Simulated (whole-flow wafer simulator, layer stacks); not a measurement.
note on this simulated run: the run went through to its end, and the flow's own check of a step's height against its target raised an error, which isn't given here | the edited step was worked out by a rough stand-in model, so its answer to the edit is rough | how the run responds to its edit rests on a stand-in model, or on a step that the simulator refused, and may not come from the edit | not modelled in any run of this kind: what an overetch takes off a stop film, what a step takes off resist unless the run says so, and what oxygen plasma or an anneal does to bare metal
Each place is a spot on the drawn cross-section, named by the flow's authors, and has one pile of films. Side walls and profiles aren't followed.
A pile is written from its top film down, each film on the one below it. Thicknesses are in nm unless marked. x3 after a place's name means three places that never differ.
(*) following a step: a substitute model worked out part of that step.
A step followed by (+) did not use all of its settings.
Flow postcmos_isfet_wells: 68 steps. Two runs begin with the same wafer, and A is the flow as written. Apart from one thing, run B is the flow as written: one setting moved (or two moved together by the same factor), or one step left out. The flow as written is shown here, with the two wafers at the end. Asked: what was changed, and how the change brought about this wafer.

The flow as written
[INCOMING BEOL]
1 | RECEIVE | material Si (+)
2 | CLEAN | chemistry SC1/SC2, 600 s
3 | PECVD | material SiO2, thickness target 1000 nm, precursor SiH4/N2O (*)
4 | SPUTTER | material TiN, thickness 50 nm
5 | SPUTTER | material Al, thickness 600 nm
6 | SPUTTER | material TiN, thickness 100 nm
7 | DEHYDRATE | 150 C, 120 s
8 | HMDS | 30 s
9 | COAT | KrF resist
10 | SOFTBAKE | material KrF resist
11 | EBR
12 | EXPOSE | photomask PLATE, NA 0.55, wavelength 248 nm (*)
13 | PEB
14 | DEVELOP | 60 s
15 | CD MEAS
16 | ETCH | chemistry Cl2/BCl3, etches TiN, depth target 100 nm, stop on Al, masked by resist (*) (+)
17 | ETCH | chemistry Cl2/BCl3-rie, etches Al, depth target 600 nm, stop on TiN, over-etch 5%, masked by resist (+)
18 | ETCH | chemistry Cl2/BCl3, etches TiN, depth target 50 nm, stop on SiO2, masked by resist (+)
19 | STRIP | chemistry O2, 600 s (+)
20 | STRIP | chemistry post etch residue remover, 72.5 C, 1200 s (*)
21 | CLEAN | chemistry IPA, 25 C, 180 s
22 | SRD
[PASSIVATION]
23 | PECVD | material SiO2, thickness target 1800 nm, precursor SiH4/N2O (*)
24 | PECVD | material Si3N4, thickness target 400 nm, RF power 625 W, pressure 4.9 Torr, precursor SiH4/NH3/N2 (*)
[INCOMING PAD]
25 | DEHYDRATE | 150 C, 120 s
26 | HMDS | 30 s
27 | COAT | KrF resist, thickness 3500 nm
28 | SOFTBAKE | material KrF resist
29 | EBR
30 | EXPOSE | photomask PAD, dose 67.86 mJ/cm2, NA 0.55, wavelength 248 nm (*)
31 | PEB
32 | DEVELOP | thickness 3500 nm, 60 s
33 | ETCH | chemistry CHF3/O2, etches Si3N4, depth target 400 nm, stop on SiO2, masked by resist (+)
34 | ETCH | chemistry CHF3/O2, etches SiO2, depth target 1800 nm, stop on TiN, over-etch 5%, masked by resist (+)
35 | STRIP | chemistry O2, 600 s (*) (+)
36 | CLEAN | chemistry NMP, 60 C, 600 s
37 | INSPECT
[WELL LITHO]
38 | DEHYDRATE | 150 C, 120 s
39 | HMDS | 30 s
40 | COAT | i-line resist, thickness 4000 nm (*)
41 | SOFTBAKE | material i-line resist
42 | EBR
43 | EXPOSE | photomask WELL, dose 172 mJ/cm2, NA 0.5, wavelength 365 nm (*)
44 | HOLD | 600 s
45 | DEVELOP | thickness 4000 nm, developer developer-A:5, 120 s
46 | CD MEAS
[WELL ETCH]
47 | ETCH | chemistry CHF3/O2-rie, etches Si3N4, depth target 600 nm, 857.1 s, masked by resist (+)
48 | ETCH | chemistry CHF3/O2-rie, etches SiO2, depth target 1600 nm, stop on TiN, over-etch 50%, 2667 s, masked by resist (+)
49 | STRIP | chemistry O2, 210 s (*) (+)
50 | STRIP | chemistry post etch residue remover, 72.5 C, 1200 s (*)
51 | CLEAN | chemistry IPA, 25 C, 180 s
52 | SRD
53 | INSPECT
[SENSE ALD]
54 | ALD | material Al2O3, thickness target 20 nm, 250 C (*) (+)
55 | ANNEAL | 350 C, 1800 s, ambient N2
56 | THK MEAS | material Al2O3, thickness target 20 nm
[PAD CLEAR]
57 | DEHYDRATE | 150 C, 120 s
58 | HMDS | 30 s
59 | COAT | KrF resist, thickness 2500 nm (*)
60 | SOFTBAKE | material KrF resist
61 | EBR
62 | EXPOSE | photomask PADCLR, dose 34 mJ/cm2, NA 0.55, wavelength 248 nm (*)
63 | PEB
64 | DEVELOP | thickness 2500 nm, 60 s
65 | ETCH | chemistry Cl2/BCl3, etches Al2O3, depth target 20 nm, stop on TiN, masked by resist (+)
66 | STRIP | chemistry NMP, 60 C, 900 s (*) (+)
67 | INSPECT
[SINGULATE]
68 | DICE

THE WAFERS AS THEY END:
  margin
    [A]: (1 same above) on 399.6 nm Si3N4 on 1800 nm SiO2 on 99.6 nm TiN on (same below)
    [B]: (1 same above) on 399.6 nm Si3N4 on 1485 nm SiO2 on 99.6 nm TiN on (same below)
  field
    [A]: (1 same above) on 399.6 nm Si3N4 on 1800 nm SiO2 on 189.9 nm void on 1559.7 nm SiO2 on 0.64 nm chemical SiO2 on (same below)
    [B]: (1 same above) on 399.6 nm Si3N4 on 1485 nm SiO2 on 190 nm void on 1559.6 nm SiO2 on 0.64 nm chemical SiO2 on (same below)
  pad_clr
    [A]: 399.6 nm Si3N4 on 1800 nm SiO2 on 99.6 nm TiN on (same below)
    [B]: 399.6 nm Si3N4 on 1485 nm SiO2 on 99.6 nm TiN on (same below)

The reason: step 23, PECVD: thickness target 1485 nm was run, whereas the flow has thickness target 1800 nm.
The wafer lets one read it off: margin has SiO2 1485, and step 23 as written asks for 1800 nm.

Step by step, how the change led to this:
  23 | PECVD | material SiO2, thickness target 1800 nm, precursor SiH4/N2O (*)
      margin, well900, well1300 x3, pad_rim, pad_clr, pad_open: A SiO2 gains 1800 (new film) | B SiO2 gains 1485 (new film)
      field: A SiO2 gains 1800 (new film), void gains 189.9 (new film), SiO2 gains 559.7 | B SiO2 gains 1485 (new film), void gains 190 (new film), SiO2 gains 559.6
  34 | ETCH | chemistry CHF3/O2, etches SiO2, depth target 1800 nm, stop on TiN, over-etch 5%, masked by resist (+)
      field, margin, well900, well1300 x3, pad_rim, pad_clr: A KrF resist loses 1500 | B KrF resist loses 1299.4
      pad_open: A SiO2 loses 1800 (all of it) | B SiO2 loses 1485 (all of it)
  35 | STRIP | chemistry O2, 600 s (*) (+)
      field, margin, well900, well1300 x3, pad_rim, pad_clr: A KrF resist loses 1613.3 (all of it) | B KrF resist loses 1813.9 (all of it)
  40 | COAT | i-line resist, thickness 4000 nm (*)
      pad_clr: A i-line resist gains 3256.8 (new film) | B i-line resist gains 3356.1 (new film)
      pad_open: A i-line resist gains 4804.7 (new film) | B i-line resist gains 4691.2 (new film)
  41 | SOFTBAKE | material i-line resist
      pad_clr: A i-line resist loses 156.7 | B i-line resist loses 126.1
      pad_open: A i-line resist gains 115.3 | B i-line resist gains 101.2
  48 | ETCH | chemistry CHF3/O2-rie, etches SiO2, depth target 1600 nm, stop on TiN, over-etch 50%, 2667 s, masked by resist (+)
      well900, well1300 x3: A SiO2 loses 1600 (all of it) | B SiO2 loses 1285 (all of it)
  49 | STRIP | chemistry O2, 210 s (*) (+)
      pad_clr: A i-line resist loses 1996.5 (all of it) | B i-line resist loses 2126.3 (all of it)
      pad_open: A i-line resist loses 3816.3 (all of it) | B i-line resist loses 3688.8 (all of it)
  59 | COAT | KrF resist, thickness 2500 nm (*)
      field: A KrF resist gains 1449 (new film) | B KrF resist gains 1599.5 (new film)
      margin: A KrF resist gains 1448.9 (new film) | B KrF resist gains 1599.4 (new film)
      (also at 3 further places)
  63 | PEB
      field, margin: A KrF resist loses 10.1 | B KrF resist loses 11.2
      pad_clr: A KrF resist loses 11.8 | B KrF resist loses 12.6
      (also at 1 further place)
  64 | DEVELOP | thickness 2500 nm, 60 s
      pad_clr: A KrF resist loses 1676 (all of it) | B KrF resist loses 1781.8 (all of it)
      pad_open: A KrF resist loses 3045.1 (all of it) | B KrF resist loses 2966.4 (all of it)
  66 | STRIP | chemistry NMP, 60 C, 900 s (*) (+)
      field, margin: A KrF resist loses 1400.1 (all of it) | B KrF resist loses 1549.5 (all of it)
      pad_rim: A KrF resist loses 1923.7 (all of it) | B KrF resist loses 1994.7 (all of it)
